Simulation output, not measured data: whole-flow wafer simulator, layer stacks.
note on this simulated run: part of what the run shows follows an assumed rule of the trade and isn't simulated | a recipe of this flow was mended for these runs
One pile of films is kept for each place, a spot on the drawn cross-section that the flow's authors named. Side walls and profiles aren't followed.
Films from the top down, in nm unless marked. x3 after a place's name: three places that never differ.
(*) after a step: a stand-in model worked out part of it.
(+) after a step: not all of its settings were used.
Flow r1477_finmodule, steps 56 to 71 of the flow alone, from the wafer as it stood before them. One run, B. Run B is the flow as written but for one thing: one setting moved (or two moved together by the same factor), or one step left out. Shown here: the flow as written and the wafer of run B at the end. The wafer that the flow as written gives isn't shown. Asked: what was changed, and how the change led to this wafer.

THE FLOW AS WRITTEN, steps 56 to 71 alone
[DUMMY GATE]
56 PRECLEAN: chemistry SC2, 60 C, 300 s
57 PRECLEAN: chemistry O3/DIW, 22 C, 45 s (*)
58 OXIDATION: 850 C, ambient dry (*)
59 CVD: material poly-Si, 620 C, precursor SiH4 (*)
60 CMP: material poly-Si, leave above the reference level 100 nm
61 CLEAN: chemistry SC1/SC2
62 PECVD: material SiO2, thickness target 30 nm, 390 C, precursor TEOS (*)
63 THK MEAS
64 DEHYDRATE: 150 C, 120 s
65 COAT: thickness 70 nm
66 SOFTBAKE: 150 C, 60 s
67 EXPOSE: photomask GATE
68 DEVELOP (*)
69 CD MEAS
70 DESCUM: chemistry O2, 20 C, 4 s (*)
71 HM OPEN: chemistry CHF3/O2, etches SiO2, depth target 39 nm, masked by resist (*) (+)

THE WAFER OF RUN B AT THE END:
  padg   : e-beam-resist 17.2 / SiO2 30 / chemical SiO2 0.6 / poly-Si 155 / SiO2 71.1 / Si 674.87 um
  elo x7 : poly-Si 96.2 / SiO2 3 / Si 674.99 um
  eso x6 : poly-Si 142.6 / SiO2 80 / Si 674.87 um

The cause: step 71, HM OPEN: depth target 48.1 nm was run, where the flow has depth target 39 nm.

How the change led to this, step by step:
  71 HM OPEN: chemistry CHF3/O2, etches SiO2, depth target 39 nm, masked by resist (*) (+)
      pad, elo x7, eso x6, e200so, s40co x3: SiO2 -30 (all of it), chemical SiO2 -0.6 (all of it), poly-Si -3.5 (as written it would be: SiO2 -30 (all of it), chemical SiO2 -0.6 (all of it), poly-Si -1.68)
      padg, elg x7, esg x6, e200sg, s40cg x3: e-beam-resist -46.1 (as written it would be: e-beam-resist -37.4)
